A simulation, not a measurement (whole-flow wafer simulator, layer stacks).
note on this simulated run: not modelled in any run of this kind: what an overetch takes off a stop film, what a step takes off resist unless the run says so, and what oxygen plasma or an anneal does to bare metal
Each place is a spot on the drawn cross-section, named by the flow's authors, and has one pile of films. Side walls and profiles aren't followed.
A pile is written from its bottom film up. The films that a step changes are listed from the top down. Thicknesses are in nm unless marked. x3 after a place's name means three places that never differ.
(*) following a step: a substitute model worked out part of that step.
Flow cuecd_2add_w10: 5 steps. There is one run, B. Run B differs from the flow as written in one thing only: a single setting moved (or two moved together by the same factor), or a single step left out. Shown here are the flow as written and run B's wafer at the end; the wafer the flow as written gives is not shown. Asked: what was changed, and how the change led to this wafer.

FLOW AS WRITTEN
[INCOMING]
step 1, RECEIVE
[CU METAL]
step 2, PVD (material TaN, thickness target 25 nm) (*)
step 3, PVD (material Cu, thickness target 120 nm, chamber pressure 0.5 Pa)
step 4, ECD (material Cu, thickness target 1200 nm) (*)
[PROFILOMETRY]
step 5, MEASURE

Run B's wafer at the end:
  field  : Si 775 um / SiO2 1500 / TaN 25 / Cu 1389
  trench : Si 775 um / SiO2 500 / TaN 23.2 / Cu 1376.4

The reason: step 3, PVD: thickness target 189 nm was run, while the flow as written has thickness target 120 nm.

The path from the change to this, step by step:
  step 3, PVD (material Cu, thickness target 120 nm, chamber pressure 0.5 Pa)
      field: +189 Cu (new film) (as written it would have been: +120 Cu (new film))
      trench: +176.4 Cu (new film) (as written it would have been: +111.8 Cu (new film))
